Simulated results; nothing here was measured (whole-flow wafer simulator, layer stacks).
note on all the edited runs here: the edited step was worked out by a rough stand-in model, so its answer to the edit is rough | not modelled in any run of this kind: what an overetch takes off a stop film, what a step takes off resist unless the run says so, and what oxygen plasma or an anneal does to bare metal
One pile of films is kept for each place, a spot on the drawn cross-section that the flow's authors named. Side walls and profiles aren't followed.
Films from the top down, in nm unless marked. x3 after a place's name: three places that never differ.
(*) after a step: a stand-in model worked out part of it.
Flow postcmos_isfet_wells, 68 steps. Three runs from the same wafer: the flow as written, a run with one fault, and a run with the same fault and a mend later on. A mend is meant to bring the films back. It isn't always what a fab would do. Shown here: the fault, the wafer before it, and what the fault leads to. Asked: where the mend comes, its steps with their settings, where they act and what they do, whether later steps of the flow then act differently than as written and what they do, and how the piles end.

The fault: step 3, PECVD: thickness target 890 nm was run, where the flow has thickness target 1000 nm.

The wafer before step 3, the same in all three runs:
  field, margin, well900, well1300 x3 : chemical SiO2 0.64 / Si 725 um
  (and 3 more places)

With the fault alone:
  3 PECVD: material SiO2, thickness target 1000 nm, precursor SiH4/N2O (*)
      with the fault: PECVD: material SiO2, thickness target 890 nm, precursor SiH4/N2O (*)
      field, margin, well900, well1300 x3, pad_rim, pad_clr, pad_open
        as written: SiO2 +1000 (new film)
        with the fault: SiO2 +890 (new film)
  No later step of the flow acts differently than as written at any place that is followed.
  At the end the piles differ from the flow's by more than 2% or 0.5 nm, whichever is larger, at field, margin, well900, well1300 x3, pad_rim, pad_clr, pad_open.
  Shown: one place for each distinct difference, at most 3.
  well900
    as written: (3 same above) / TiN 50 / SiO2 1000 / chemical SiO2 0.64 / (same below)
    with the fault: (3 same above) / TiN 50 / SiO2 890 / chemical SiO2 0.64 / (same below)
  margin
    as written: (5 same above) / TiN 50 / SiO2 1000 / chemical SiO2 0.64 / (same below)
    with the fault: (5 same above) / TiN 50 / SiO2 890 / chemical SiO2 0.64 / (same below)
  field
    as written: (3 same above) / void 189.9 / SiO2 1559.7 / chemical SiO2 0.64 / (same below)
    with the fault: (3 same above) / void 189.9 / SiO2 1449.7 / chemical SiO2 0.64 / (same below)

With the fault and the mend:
  The mend comes after step 3.
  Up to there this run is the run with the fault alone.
  3a PECVD: material SiO2, thickness target 110 nm, precursor SiH4/N2O (*) (the flow's step 3 once more, with other settings)
      field, margin, well900, well1300 x3, pad_rim, pad_clr, pad_open
        SiO2 +110
  No later step of the flow acts differently than as written at any place that is followed.
  At the end the piles are the same as the flow's at every place that both follow.
